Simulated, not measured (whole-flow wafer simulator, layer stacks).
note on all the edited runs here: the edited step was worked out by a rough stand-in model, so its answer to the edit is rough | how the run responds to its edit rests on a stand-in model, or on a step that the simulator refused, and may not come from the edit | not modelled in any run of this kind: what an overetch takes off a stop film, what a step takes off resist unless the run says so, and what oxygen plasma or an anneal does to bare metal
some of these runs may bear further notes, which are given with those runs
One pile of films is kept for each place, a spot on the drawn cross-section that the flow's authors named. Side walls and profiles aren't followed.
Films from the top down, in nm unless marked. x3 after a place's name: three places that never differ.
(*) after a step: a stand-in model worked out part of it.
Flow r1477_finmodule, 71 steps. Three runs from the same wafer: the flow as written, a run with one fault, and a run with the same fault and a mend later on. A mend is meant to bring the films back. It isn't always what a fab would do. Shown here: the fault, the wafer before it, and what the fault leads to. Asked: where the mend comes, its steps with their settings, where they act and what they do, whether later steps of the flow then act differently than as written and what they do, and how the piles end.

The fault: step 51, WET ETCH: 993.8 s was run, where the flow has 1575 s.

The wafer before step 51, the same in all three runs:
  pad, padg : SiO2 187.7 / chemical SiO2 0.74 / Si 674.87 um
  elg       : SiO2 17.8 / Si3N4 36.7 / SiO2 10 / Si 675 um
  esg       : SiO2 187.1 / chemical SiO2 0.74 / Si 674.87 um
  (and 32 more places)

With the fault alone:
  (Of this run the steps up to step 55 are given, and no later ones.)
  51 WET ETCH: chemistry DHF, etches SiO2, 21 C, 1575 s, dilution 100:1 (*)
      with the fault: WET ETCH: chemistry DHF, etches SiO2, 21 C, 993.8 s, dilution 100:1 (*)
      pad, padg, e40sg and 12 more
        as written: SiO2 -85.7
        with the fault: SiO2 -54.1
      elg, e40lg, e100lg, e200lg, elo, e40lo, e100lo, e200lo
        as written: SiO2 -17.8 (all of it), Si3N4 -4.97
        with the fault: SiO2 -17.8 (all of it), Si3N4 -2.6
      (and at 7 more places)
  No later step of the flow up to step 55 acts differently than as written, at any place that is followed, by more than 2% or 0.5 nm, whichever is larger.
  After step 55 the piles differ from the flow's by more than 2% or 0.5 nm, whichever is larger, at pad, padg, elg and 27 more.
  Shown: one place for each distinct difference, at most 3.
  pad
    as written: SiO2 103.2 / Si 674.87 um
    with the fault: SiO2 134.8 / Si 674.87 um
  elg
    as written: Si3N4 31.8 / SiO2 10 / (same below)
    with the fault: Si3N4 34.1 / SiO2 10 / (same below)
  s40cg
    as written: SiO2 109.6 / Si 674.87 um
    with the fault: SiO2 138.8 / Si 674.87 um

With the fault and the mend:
  The mend comes after step 51.
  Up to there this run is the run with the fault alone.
  51a WET ETCH: chemistry DHF, etches SiO2, 21 C, 581.2 s, dilution 100:1 (*) (the flow's step 51 once more, with other settings)
      pad, padg, e40sg and 12 more
        SiO2 -31.6
      elg, e40lg, e100lg, e200lg, elo, e40lo, e100lo, e200lo
        Si3N4 -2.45
      esg, s40cg, s45cg, s50cg, s40co, s45co, s50co
        SiO2 -29.2
  No later step of the flow acts differently than as written, at any place that is followed, by more than 2% or 0.5 nm, whichever is larger.
  At the end the piles differ from the flow's only slightly at the places that both follow, by at most 2% or 0.5 nm, whichever is larger.
